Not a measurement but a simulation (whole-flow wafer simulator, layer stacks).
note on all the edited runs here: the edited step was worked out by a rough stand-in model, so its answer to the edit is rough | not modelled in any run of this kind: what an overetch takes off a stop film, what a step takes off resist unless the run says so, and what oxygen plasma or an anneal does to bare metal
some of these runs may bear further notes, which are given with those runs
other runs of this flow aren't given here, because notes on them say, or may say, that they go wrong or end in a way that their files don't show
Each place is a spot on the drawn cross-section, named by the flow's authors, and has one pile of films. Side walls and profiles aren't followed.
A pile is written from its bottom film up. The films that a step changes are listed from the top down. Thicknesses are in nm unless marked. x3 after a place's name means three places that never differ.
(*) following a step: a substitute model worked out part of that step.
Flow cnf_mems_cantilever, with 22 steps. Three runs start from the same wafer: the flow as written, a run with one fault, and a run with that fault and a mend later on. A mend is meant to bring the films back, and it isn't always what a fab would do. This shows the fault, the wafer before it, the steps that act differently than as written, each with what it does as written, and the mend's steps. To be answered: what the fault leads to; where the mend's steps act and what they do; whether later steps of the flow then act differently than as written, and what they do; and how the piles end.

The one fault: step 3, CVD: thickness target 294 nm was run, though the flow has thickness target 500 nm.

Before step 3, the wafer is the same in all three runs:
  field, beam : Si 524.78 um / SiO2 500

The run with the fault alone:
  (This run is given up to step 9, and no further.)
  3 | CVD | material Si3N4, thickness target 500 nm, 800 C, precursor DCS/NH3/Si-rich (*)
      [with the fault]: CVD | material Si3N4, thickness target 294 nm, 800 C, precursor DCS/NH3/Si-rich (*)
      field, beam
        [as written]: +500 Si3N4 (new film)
        [with the fault]: +294 Si3N4 (new film)
  Every later step of the flow up to step 9 that is run acts as written at every place that is followed.
  After step 9, at field, beam, the piles differ from the flow's by more than 2% or 0.5 nm, whichever is larger.
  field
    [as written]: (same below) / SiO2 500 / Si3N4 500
    [with the fault]: (same below) / SiO2 500 / Si3N4 294
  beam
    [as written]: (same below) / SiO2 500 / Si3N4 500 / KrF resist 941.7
    [with the fault]: (same below) / SiO2 500 / Si3N4 294 / KrF resist 941.7

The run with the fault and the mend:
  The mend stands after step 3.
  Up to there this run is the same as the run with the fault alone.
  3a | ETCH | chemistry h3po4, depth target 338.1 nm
      field, beam
        -294 Si3N4 (all of it)
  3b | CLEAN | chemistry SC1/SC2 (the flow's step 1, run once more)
      does not change any film at any place that is followed
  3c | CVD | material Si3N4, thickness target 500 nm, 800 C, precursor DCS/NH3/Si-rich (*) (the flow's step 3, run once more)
      field, beam
        +500 Si3N4 (new film)
  Every later step of the flow that is run acts as written at every place that is followed.
  By the end, the piles equal the flow's at every place that both follow.
